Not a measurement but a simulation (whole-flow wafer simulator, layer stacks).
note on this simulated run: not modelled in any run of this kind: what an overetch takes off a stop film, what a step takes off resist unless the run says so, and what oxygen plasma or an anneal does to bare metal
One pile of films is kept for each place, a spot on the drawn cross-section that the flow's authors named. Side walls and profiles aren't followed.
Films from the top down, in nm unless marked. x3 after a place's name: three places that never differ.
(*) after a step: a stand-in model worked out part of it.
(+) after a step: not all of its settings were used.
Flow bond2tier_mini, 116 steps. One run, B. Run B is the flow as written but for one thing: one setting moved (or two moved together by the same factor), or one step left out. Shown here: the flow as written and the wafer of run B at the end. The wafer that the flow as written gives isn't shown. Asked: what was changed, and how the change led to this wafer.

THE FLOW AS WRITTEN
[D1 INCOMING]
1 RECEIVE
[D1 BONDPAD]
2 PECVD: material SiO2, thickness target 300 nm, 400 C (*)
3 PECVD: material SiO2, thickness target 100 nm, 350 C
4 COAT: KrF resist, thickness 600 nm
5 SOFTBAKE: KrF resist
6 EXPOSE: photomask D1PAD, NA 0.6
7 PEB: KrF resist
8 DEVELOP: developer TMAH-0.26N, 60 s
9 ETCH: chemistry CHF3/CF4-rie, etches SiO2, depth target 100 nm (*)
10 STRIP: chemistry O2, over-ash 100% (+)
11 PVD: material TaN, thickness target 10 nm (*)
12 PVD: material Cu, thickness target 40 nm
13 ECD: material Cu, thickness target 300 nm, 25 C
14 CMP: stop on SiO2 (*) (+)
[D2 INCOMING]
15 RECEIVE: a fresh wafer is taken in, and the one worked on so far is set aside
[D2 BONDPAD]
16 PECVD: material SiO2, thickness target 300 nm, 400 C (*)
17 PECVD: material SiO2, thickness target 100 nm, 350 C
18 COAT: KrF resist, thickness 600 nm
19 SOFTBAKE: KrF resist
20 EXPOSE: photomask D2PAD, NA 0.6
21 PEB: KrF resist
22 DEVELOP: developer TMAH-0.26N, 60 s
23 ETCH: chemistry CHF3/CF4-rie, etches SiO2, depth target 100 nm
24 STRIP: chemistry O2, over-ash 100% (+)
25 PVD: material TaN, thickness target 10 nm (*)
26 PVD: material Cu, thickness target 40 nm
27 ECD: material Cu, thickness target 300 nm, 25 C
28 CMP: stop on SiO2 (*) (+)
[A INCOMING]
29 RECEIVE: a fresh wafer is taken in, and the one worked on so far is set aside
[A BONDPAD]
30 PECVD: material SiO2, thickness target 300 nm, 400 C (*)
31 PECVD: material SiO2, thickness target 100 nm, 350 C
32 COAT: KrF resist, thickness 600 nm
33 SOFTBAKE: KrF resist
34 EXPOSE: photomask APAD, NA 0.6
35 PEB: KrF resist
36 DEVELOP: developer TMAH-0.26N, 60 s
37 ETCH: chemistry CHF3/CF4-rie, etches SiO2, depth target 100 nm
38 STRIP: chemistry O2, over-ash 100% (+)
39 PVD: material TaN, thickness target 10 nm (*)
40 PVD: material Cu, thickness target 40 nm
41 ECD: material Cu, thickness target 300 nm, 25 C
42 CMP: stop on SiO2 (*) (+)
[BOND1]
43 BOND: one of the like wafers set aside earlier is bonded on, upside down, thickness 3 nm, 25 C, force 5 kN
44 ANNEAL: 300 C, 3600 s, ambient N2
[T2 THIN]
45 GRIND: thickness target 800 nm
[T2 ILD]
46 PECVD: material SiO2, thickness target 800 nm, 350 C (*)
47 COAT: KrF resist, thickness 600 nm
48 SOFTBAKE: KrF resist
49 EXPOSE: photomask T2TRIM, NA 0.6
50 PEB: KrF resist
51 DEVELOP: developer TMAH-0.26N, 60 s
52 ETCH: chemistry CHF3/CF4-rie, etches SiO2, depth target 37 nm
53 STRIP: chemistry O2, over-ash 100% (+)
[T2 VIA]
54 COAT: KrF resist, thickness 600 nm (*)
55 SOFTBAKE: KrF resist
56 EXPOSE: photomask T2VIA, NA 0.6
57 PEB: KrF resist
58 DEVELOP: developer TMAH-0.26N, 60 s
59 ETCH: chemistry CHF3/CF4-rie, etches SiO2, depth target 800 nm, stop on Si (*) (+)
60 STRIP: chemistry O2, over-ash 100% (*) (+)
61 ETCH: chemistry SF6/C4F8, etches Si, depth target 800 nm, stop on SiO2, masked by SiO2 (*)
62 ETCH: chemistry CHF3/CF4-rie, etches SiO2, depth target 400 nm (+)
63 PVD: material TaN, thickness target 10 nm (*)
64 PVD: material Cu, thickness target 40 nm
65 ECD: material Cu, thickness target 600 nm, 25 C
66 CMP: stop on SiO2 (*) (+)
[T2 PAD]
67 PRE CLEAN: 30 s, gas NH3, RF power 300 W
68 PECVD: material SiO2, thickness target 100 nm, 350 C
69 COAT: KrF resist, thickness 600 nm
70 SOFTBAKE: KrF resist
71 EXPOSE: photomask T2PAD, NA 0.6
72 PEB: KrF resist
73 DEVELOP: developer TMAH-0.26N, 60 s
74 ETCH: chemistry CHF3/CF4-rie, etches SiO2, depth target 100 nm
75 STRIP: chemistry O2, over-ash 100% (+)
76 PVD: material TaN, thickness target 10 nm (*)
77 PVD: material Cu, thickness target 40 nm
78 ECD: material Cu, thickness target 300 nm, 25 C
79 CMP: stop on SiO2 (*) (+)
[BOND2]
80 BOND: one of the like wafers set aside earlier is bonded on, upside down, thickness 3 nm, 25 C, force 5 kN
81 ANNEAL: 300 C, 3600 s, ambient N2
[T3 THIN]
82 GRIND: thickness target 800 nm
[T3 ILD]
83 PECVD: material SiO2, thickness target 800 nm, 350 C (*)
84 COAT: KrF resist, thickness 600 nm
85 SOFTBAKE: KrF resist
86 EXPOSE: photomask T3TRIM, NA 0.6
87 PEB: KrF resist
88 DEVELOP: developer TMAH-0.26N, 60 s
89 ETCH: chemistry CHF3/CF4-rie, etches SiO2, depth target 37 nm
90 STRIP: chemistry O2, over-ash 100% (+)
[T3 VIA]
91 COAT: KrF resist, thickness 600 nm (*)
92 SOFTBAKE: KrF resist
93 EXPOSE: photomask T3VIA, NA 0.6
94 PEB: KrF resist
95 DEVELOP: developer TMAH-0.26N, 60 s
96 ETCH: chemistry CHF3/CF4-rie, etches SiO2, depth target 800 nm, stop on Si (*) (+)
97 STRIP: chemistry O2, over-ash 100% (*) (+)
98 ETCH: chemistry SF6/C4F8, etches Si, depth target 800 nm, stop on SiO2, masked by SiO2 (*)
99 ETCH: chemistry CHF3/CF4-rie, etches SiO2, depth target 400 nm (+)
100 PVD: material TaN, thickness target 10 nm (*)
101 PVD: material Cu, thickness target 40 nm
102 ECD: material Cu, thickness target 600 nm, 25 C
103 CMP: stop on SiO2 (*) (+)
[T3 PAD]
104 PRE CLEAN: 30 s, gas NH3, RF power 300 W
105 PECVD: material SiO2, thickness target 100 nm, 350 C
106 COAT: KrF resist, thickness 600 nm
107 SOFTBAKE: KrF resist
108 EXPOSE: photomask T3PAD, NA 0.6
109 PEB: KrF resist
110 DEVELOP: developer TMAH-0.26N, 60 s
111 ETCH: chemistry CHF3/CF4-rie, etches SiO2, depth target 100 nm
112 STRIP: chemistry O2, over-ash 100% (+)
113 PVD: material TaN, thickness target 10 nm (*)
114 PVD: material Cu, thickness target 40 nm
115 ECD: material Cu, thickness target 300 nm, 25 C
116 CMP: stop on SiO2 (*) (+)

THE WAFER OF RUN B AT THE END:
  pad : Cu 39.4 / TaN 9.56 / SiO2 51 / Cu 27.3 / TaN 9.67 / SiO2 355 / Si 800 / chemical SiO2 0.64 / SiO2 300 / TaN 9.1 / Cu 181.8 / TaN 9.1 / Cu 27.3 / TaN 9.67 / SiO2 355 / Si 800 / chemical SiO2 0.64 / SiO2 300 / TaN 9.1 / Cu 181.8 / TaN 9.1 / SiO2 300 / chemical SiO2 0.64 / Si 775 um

The cause: step 111, ETCH: depth target 49 nm was run, where the flow has depth target 100 nm.

How the change led to this, step by step:
  111 ETCH: chemistry CHF3/CF4-rie, etches SiO2, depth target 100 nm
      pad: SiO2 -49 (as written it would be: SiO2 -100 (all of it))
      field: KrF resist -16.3 (as written it would be: KrF resist -33.3)
  112 STRIP: chemistry O2, over-ash 100% (+)
      field: KrF resist -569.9 (all of it) (as written it would be: KrF resist -552.9 (all of it))
  114 PVD: material Cu, thickness target 40 nm
      pad: Cu +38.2 (new film) (as written it would be: Cu +36.4 (new film))
  115 ECD: material Cu, thickness target 300 nm, 25 C
      pad: Cu +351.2 (as written it would be: Cu +404.5)
Counting metal films that touch as one body, pad has 4 bodies (between them, from the top down: SiO2 51; SiO2 355 / Si 800 / chemical SiO2 0.64 / SiO2 300; SiO2 355 / Si 800 / chemical SiO2 0.64 / SiO2 300); the flow as written gives 3 bodies (between them, from the top down: SiO2 355 / Si 800 / chemical SiO2 0.64 / SiO2 300; SiO2 355 / Si 800 / chemical SiO2 0.64 / SiO2 300).
